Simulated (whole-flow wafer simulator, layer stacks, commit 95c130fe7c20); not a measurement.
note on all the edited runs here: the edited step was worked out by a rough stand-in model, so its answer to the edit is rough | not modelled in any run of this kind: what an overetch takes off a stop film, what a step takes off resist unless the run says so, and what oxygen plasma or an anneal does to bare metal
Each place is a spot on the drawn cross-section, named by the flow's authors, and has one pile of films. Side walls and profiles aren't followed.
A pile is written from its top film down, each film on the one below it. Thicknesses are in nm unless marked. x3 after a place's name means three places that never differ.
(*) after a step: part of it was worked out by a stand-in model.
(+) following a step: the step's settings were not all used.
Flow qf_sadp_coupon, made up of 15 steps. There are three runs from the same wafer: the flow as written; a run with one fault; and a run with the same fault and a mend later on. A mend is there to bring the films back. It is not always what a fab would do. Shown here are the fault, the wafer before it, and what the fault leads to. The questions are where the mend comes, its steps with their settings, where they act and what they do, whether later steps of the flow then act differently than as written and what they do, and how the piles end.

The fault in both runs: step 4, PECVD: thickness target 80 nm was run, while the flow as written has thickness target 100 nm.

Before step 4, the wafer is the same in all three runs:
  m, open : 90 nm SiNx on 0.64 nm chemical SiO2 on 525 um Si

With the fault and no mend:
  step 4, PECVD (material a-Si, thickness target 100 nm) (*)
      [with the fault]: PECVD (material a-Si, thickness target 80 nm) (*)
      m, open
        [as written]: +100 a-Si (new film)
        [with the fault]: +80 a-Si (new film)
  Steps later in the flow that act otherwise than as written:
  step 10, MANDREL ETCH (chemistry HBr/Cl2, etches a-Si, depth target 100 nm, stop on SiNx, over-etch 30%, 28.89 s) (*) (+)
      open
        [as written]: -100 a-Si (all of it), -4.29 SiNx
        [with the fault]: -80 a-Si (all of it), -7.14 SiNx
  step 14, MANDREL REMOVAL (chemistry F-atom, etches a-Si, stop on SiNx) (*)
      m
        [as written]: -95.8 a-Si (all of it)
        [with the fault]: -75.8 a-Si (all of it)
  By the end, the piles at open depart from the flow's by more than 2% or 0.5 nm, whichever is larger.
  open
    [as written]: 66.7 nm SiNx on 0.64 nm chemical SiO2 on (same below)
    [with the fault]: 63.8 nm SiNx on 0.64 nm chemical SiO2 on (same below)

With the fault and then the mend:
  The mend follows step 4.
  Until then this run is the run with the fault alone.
  step 4a, PECVD (material a-Si, thickness target 20 nm) (*) (a further turn of the flow's step 4, with different settings)
      m, open
        +20 a-Si
  None of the later steps of the flow acts differently than as written at any place that is followed.
  The piles end the same as the flow's at every place that both follow.
